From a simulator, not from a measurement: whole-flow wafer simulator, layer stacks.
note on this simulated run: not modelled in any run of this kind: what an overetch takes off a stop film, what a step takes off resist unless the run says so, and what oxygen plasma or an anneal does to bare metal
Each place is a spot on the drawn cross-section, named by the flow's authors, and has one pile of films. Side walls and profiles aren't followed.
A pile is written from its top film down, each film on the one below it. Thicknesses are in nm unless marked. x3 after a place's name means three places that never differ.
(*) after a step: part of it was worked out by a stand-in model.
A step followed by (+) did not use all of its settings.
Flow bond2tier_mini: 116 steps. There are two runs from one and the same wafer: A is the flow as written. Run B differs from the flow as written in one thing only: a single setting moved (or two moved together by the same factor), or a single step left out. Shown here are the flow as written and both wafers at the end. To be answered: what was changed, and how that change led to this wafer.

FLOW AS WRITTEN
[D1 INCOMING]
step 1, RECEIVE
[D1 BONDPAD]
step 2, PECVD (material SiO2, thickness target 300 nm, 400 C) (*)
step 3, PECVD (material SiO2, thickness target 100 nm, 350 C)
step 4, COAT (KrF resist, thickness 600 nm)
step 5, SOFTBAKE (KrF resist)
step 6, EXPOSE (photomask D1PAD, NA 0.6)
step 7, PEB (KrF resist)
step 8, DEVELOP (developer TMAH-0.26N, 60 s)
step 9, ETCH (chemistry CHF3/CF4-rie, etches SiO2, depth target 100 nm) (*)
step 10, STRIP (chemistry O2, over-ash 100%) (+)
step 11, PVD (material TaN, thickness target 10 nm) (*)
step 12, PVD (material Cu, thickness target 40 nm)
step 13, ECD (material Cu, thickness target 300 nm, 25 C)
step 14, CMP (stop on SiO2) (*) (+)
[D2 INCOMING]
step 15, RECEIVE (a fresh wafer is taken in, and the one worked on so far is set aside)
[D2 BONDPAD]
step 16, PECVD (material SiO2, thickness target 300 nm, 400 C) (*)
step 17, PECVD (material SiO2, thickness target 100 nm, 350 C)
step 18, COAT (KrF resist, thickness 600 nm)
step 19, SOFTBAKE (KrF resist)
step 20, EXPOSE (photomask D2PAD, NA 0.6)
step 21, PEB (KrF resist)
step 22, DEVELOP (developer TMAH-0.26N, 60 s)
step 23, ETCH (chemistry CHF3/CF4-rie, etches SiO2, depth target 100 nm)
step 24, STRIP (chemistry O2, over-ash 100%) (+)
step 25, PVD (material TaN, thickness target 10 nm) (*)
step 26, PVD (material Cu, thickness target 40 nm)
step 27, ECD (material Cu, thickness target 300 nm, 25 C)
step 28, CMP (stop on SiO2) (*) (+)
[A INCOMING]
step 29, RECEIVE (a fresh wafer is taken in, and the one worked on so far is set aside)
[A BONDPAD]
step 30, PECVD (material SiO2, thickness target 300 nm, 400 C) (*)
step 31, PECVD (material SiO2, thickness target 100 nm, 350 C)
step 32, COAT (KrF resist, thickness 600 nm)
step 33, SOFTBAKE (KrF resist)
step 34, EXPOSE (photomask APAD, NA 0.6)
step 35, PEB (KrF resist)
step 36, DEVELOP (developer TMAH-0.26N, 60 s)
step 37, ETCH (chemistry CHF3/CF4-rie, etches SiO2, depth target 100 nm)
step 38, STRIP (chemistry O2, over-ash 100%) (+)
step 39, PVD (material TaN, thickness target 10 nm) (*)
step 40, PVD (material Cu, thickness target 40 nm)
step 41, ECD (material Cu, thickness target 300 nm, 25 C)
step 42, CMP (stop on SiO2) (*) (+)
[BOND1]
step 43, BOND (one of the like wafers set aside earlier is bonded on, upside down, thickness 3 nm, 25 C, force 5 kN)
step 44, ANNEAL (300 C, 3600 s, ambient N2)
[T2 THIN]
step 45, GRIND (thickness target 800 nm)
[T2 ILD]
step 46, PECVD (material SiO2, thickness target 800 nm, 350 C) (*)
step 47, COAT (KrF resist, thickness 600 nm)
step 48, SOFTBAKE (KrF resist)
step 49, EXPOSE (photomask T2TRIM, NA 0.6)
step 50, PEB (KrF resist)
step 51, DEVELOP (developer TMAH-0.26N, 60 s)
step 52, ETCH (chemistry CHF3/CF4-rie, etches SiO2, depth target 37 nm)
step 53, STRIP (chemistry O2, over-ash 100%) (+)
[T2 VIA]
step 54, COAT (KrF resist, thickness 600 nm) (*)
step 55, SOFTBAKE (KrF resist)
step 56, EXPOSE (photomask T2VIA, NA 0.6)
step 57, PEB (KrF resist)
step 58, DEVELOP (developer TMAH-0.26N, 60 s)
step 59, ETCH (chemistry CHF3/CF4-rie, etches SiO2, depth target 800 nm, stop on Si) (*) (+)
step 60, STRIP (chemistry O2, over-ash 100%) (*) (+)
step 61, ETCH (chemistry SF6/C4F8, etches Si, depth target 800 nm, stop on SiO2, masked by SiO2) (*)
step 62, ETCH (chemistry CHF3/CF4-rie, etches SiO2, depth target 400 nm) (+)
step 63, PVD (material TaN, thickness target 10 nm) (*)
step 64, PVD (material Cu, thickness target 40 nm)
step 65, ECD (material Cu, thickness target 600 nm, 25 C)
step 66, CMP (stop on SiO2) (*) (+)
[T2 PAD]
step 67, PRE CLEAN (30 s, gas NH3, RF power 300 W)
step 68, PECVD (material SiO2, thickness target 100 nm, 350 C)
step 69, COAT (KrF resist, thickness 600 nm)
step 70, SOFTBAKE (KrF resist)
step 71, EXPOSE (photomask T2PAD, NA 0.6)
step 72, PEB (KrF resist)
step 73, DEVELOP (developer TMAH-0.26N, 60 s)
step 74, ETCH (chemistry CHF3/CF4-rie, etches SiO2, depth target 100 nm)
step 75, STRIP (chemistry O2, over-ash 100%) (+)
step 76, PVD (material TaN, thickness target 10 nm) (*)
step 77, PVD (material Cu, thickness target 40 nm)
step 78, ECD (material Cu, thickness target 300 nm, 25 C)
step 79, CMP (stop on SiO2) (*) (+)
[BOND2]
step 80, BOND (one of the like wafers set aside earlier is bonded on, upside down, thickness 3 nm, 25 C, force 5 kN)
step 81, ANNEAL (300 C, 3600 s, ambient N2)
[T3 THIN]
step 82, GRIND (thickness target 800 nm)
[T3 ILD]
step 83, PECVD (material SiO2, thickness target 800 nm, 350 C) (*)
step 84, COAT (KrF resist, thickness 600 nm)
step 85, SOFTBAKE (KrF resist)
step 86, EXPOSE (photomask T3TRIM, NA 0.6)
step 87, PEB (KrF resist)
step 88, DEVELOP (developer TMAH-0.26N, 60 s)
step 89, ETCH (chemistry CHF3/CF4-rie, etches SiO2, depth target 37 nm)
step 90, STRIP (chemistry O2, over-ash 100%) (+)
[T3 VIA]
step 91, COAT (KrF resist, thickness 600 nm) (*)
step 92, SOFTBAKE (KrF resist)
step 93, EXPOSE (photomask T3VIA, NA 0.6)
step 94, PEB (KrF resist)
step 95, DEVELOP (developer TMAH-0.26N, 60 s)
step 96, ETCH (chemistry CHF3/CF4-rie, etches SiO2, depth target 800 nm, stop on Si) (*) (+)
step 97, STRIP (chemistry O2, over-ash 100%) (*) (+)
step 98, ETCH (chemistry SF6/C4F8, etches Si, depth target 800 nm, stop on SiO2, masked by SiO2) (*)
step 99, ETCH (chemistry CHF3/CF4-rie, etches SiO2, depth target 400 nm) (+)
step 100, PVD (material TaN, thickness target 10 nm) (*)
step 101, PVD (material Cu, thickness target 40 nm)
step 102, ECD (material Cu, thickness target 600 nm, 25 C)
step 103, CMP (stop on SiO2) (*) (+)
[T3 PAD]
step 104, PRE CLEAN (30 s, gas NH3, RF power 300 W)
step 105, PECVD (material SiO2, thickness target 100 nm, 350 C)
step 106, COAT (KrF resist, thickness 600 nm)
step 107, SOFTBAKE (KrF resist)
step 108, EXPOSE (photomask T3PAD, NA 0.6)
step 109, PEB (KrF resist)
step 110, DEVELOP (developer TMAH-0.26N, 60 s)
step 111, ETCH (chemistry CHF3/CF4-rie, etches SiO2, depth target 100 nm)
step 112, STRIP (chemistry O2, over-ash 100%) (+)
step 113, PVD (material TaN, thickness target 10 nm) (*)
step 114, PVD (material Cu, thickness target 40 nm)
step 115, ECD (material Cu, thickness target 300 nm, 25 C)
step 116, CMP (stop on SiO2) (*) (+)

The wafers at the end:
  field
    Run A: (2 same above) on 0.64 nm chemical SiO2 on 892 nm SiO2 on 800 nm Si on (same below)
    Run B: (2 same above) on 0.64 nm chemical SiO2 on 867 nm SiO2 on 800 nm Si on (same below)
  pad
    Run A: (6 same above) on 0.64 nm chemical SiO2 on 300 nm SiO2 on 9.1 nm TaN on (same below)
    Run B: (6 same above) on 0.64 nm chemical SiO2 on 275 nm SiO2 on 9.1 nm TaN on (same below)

What caused this: step 17, PECVD: thickness target 75 nm was run, while the flow as written has thickness target 100 nm.

How this came from the change, step by step:
  step 17, PECVD (material SiO2, thickness target 100 nm, 350 C)
      field, pad, via: A +100 SiO2 | B +75 SiO2
  step 80, BOND (one of the like wafers set aside earlier is bonded on, upside down, thickness 3 nm, 25 C, force 5 kN)
      field: A +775 um Si (new film), +0.64 chemical SiO2 (new film), +400 SiO2 | B +775 um Si (new film), +0.64 chemical SiO2 (new film), +375 SiO2
      pad: A +775 um Si (new film), +0.64 chemical SiO2 (new film), +300 SiO2 (new film), +9.1 TaN (new film), +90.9 Cu | B +775 um Si (new film), +0.64 chemical SiO2 (new film), +275 SiO2 (new film), +9.1 TaN (new film), +90.9 Cu
